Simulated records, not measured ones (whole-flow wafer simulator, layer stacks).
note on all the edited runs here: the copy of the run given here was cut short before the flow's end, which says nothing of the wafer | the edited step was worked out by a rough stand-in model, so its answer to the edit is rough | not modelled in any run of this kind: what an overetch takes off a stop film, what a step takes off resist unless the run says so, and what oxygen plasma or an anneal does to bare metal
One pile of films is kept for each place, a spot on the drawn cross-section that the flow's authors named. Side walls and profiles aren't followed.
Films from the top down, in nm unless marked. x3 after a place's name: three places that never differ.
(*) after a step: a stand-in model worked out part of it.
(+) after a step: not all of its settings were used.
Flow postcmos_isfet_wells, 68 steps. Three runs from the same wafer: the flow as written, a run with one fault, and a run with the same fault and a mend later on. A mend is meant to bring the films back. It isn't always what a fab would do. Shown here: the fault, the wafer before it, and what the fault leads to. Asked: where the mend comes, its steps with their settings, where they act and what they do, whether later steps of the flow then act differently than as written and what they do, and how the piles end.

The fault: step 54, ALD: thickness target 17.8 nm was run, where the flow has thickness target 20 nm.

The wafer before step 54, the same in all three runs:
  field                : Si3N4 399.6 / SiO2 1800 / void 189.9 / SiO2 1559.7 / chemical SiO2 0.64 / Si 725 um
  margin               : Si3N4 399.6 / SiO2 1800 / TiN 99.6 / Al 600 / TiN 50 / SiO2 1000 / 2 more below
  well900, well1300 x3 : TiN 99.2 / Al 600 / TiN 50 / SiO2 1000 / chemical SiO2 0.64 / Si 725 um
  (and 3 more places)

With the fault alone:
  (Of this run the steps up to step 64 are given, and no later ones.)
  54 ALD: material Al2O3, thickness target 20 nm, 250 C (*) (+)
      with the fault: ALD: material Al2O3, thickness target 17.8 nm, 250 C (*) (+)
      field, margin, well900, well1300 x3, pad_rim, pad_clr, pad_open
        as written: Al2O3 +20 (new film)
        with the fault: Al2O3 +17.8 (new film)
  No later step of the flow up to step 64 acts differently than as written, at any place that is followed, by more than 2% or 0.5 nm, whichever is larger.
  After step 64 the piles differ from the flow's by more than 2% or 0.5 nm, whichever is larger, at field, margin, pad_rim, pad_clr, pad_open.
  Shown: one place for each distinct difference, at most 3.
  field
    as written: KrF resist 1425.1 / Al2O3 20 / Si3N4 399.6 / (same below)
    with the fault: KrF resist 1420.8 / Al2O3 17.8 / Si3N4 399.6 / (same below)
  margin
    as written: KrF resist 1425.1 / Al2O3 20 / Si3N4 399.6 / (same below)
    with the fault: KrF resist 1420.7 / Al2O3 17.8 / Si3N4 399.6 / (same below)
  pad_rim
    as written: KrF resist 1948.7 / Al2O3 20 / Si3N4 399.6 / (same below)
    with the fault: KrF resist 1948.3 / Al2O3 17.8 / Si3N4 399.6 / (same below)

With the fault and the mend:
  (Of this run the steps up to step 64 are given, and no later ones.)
  The mend comes after step 54.
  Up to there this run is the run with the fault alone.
  54a ALD: material Al2O3, thickness target 2.2 nm, 250 C (*) (+) (the flow's step 54 once more, with other settings)
      field, margin, well900, well1300 x3, pad_rim, pad_clr, pad_open
        Al2O3 +2.2
  No later step of the flow up to step 64 acts differently than as written at any place that is followed.
  After step 64 the piles are the same as the flow's at every place that both follow.
